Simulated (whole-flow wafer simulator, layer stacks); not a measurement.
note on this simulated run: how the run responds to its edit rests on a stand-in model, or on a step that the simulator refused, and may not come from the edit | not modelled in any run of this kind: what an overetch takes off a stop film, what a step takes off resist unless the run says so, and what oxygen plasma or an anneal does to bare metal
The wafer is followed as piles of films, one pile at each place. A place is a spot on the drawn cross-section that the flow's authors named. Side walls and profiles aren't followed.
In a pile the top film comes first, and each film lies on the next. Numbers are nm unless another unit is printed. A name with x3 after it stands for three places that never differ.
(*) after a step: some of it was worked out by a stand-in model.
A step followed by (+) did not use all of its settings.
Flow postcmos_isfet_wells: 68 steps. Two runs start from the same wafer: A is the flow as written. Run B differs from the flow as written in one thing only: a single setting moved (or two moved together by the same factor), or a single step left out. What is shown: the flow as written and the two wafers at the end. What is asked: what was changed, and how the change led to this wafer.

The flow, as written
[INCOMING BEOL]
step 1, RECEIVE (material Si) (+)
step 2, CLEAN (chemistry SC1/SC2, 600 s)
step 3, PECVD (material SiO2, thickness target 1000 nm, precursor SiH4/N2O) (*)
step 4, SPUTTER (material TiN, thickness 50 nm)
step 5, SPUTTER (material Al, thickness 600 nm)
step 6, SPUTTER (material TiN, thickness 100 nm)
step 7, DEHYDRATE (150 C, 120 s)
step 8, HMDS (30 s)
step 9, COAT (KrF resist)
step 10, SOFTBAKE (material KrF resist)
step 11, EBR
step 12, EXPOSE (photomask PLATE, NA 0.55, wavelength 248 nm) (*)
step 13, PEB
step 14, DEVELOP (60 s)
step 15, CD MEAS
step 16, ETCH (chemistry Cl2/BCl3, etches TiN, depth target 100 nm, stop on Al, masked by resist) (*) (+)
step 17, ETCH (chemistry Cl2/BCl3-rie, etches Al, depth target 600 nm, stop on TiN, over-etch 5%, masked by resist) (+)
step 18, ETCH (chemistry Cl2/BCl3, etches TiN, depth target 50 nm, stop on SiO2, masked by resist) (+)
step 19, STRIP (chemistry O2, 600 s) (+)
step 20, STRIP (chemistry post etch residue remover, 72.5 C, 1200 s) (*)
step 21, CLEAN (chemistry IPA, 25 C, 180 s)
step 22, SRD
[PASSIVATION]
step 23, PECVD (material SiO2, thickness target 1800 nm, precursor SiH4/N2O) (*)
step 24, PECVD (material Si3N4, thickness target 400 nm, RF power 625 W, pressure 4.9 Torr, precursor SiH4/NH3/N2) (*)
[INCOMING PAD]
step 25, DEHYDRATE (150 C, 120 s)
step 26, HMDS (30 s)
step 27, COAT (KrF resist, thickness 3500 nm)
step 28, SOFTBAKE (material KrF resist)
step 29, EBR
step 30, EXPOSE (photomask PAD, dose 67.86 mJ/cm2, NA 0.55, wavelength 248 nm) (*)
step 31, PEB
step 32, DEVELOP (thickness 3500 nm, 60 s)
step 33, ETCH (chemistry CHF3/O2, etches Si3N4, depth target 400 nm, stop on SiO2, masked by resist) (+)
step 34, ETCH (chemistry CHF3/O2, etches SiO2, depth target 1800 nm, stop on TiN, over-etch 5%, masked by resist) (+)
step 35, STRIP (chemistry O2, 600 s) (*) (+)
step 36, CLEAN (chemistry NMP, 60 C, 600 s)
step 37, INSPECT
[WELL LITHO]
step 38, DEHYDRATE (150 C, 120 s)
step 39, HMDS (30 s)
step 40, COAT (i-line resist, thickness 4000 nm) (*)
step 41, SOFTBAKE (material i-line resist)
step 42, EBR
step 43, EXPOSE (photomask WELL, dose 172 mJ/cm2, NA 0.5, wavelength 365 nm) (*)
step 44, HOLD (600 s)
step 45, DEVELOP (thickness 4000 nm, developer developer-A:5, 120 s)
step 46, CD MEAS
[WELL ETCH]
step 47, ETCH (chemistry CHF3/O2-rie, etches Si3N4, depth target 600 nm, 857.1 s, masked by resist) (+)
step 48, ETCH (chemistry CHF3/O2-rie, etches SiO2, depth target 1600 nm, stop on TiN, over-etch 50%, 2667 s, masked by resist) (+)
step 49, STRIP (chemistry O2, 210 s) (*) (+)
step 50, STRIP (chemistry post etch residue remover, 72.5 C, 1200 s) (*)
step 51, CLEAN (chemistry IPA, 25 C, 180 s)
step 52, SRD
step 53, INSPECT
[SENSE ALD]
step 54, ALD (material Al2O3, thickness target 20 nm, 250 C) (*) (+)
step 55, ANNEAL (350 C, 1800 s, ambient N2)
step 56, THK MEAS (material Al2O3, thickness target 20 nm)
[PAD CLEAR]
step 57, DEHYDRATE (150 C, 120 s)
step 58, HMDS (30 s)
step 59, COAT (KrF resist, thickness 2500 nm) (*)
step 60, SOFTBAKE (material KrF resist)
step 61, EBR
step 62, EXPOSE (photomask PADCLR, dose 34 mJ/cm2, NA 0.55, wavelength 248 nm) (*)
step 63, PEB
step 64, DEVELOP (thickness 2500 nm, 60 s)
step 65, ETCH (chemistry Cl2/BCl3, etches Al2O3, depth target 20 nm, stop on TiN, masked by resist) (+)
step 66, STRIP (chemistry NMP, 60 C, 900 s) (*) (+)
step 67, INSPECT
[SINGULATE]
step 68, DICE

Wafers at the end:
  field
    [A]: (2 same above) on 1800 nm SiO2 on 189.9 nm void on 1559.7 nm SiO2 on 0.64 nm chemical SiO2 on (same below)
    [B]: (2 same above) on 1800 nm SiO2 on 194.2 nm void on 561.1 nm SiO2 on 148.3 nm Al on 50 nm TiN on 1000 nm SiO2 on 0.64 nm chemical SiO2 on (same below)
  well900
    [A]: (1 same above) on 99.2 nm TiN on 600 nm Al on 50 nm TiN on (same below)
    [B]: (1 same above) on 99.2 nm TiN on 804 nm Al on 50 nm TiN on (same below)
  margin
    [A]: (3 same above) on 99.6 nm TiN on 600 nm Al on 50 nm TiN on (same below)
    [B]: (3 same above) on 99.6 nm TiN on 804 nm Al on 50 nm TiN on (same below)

The reason: step 5, SPUTTER: thickness 804 nm was run, while the flow as written has thickness 600 nm.
The wafer lets one read it off: well900 has Al 804, and step 5 as written asks for 600 nm.

Step by step, how the change led to this:
  step 5, SPUTTER (material Al, thickness 600 nm)
      field, margin, well900, well1300 x3, pad_rim, pad_clr, pad_open: A Al gains 600 (new film) | B Al gains 804 (new film)
  step 17, ETCH (chemistry Cl2/BCl3-rie, etches Al, depth target 600 nm, stop on TiN, over-etch 5%, masked by resist) (+)
      field: A Al loses 600 (all of it) | B Al loses 600
  step 18, ETCH (chemistry Cl2/BCl3, etches TiN, depth target 50 nm, stop on SiO2, masked by resist) (+)
      field: A TiN loses 50 (all of it) | B Al loses 50
  step 20, STRIP (chemistry post etch residue remover, 72.5 C, 1200 s) (*)
      field: A nothing | B Al loses 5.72
  step 23, PECVD (material SiO2, thickness target 1800 nm, precursor SiH4/N2O) (*)
      field: A SiO2 gains 1800 (new film), void gains 189.9 (new film), SiO2 gains 559.7 | B SiO2 gains 1800 (new film), void gains 194.2 (new film), SiO2 gains 561.1 (new film)
With metal films that touch counted as one body, field has 1 body; the flow as written gives 0 bodies.
